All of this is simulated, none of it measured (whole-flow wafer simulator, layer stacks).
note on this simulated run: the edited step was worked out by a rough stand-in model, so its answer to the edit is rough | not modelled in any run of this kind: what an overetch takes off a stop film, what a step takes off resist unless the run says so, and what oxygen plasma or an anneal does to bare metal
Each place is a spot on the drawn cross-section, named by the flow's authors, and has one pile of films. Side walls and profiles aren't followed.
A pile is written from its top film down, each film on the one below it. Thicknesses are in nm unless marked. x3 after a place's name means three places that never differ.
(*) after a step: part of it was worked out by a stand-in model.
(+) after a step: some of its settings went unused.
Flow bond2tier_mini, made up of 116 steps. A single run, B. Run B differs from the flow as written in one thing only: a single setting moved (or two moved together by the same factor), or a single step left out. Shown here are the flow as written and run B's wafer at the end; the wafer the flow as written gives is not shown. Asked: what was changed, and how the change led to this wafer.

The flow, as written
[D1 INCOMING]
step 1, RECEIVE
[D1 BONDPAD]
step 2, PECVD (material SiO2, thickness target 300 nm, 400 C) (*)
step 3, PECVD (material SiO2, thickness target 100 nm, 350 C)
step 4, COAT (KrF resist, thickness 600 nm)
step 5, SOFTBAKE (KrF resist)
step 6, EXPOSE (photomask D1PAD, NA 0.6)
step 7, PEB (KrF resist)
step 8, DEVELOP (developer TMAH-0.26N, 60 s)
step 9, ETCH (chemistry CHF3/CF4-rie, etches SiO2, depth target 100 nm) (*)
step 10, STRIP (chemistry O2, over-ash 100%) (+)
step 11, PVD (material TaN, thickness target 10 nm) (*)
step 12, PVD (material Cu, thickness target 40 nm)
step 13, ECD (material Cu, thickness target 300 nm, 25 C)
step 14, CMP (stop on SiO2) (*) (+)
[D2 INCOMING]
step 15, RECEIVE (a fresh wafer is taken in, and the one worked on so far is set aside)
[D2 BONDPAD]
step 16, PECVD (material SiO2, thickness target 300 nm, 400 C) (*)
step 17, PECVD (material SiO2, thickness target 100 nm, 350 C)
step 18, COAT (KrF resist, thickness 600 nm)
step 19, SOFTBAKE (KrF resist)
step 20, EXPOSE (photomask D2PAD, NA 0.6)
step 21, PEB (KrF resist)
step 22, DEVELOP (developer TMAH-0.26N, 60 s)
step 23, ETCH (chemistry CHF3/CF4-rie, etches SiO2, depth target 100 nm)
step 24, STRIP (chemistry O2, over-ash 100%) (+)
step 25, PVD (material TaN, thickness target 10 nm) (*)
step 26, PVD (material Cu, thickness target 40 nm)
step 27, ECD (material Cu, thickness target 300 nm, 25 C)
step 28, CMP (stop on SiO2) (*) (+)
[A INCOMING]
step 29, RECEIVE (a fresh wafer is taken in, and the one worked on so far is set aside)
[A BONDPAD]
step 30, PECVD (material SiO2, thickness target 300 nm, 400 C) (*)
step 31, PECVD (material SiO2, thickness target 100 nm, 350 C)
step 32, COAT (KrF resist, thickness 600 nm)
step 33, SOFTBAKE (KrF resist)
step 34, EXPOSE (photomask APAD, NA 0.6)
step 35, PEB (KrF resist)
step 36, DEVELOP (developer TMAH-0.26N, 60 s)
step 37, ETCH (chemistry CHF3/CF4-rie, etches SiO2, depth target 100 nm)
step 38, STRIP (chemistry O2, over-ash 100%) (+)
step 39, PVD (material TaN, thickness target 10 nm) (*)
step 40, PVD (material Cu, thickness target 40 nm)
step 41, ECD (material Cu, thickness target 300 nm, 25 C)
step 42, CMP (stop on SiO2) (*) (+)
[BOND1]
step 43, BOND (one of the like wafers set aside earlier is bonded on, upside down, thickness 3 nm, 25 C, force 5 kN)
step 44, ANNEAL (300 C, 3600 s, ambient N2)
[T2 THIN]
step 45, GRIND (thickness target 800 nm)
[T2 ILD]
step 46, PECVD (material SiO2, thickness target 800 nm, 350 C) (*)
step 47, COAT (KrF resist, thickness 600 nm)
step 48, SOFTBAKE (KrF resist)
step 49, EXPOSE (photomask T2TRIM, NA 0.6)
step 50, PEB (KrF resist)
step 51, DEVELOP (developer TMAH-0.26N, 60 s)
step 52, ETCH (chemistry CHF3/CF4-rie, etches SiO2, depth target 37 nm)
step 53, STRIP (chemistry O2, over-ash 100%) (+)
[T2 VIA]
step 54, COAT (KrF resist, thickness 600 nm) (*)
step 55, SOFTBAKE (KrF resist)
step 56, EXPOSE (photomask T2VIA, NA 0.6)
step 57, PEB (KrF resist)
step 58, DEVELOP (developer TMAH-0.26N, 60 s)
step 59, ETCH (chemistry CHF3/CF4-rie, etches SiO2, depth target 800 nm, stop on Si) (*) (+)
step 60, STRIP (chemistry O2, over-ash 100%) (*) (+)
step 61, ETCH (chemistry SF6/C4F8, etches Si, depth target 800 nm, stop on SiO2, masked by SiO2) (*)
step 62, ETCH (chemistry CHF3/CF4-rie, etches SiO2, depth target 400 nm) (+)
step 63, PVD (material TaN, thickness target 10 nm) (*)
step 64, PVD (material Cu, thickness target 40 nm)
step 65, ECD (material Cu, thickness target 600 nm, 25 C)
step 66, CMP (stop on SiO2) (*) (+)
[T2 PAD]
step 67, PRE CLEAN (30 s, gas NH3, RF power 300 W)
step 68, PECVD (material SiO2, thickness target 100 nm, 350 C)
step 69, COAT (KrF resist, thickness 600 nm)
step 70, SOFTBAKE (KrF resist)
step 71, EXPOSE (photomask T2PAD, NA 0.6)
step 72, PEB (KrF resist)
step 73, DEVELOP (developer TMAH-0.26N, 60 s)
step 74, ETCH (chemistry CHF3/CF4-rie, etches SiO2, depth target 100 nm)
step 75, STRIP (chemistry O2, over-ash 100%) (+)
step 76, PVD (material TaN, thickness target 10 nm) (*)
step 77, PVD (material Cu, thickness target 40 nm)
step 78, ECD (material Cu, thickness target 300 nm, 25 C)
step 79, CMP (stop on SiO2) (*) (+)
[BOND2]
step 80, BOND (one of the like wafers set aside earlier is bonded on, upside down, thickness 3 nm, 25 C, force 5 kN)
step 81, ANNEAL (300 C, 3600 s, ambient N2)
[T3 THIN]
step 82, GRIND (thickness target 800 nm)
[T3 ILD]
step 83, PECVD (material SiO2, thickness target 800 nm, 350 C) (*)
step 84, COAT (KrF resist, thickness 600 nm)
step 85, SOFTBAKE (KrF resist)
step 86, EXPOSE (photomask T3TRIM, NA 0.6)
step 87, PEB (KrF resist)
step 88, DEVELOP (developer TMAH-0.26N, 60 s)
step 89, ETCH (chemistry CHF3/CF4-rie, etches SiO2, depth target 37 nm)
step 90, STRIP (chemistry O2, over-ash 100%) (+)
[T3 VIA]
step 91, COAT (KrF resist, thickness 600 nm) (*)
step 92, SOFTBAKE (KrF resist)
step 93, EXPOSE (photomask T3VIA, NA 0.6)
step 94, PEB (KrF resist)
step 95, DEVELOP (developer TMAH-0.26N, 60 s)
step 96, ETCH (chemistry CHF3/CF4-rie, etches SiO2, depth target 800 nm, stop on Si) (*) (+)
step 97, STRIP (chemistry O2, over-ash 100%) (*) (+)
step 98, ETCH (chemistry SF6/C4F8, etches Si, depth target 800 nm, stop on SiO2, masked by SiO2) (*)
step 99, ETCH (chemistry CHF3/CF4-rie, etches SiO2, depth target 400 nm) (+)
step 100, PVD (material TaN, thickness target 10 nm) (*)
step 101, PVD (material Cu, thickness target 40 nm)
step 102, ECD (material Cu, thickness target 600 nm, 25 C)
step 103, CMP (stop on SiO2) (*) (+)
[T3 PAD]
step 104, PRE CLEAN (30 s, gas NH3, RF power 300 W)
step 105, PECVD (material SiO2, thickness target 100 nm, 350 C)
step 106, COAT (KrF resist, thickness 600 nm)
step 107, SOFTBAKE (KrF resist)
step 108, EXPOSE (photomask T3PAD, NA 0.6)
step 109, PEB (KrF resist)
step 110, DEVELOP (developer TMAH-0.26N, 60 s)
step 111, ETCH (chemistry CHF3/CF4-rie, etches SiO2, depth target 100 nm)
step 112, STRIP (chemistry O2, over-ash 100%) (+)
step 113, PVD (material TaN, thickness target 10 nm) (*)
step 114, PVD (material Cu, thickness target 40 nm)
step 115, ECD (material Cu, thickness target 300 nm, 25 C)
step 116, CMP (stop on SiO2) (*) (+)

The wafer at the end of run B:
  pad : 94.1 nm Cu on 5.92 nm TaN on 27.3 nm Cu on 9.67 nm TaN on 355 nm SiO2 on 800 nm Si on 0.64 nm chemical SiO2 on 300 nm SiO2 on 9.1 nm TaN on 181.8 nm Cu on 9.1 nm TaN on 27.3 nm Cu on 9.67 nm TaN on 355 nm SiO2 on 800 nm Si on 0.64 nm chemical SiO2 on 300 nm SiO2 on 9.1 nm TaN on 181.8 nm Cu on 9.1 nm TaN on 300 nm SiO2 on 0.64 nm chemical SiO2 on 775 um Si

Cause: step 113, PVD: thickness target 6.5 nm was run, though the flow has thickness target 10 nm.

How this came from the change, step by step:
  step 113, PVD (material TaN, thickness target 10 nm) (*)
      field: TaN gains 6.5 (new film) (it would be, as written: TaN gains 10 (new film))
      pad: TaN gains 5.92 (new film) (it would be, as written: TaN gains 9.1 (new film))
  step 116, CMP (stop on SiO2) (*) (+)
      field: Cu loses 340 (all of it), TaN loses 6.5 (all of it) (it would be, as written: Cu loses 340 (all of it), TaN loses 10 (all of it))
